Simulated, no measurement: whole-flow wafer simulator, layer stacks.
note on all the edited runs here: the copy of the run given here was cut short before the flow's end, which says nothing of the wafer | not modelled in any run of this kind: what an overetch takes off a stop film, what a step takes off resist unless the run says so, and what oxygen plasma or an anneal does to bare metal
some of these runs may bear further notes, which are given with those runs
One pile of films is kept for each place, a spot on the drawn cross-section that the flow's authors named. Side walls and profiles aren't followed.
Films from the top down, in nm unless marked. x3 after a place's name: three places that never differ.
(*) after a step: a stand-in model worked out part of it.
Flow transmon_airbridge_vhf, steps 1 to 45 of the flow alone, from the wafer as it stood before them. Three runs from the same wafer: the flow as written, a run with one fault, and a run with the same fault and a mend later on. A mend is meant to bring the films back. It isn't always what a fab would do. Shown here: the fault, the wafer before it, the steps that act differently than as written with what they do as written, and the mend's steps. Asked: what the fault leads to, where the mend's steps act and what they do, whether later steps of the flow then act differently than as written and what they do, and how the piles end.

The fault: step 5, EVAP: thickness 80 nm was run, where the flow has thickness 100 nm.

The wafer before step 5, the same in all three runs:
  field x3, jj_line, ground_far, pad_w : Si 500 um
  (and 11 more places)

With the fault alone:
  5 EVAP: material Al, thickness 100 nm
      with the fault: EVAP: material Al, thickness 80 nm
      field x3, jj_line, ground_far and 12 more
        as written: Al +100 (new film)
        with the fault: Al +80 (new film)
  Later steps of the flow that act differently than as written (19 more steps differ only slightly, by at most 2% or 0.5 nm, whichever is larger, and aren't shown):
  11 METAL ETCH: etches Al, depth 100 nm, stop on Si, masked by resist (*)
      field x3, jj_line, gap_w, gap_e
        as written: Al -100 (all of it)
        with the fault: Al -80 (all of it)
  At the end the piles differ from the flow's by more than 2% or 0.5 nm, whichever is larger, at ground_far, pad_w, flank_w and 8 more.
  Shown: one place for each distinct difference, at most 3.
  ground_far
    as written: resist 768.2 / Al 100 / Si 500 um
    with the fault: resist 768.2 / Al 80 / Si 500 um
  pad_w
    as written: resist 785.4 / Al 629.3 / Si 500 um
    with the fault: resist 785.8 / Al 609.3 / Si 500 um
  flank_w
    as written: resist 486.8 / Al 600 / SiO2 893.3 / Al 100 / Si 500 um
    with the fault: resist 489.7 / Al 600 / SiO2 893.2 / Al 80 / Si 500 um

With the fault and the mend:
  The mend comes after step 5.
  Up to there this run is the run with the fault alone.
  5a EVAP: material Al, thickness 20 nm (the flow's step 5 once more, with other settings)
      field x3, jj_line, ground_far and 12 more
        Al +20
  No later step of the flow acts differently than as written at any place that is followed.
  At the end the piles are the same as the flow's at every place that both follow.
